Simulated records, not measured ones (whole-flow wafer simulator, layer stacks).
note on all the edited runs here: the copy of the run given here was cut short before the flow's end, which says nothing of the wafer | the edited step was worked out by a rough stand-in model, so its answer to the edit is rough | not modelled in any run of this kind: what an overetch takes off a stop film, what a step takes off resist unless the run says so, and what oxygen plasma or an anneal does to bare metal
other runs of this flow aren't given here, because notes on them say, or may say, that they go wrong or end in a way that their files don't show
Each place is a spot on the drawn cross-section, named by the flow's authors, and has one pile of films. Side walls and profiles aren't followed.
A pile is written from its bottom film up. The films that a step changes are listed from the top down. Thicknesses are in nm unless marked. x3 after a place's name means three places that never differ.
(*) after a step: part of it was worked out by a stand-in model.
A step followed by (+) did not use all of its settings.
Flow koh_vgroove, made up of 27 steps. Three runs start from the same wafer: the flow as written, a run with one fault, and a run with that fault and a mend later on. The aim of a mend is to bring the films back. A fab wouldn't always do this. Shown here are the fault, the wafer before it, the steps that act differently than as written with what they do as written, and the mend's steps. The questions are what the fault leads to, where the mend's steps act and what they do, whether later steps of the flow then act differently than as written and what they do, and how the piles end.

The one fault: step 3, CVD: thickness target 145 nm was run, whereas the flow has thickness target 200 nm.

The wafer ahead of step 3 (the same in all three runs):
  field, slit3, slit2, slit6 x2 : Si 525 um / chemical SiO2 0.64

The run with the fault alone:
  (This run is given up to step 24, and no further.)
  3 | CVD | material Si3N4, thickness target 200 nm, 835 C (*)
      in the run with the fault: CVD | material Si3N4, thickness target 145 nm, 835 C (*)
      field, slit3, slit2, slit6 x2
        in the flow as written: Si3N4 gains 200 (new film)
        in the run with the fault: Si3N4 gains 145 (new film)
  Steps later in the flow that act otherwise than as written:
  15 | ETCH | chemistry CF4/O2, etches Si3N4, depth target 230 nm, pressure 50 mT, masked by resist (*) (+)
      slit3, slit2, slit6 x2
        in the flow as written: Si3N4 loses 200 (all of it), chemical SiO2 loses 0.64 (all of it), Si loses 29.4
        in the run with the fault: Si3N4 loses 145 (all of it), chemical SiO2 loses 0.64 (all of it), Si loses 84.4
  The piles after step 24 differ from the flow's at field by more than 2% or 0.5 nm, whichever is larger.
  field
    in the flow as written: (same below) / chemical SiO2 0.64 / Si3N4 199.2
    in the run with the fault: (same below) / chemical SiO2 0.64 / Si3N4 144.2

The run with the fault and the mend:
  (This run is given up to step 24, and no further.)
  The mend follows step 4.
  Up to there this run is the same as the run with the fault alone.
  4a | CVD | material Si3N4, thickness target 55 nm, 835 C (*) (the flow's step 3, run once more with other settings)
      field, slit3, slit2, slit6 x2
        Si3N4 gains 55
  Every later step of the flow up to step 24 that is run acts as written at every place that is followed.
  Once step 24 is done, the piles equal the flow's at every place that both follow.
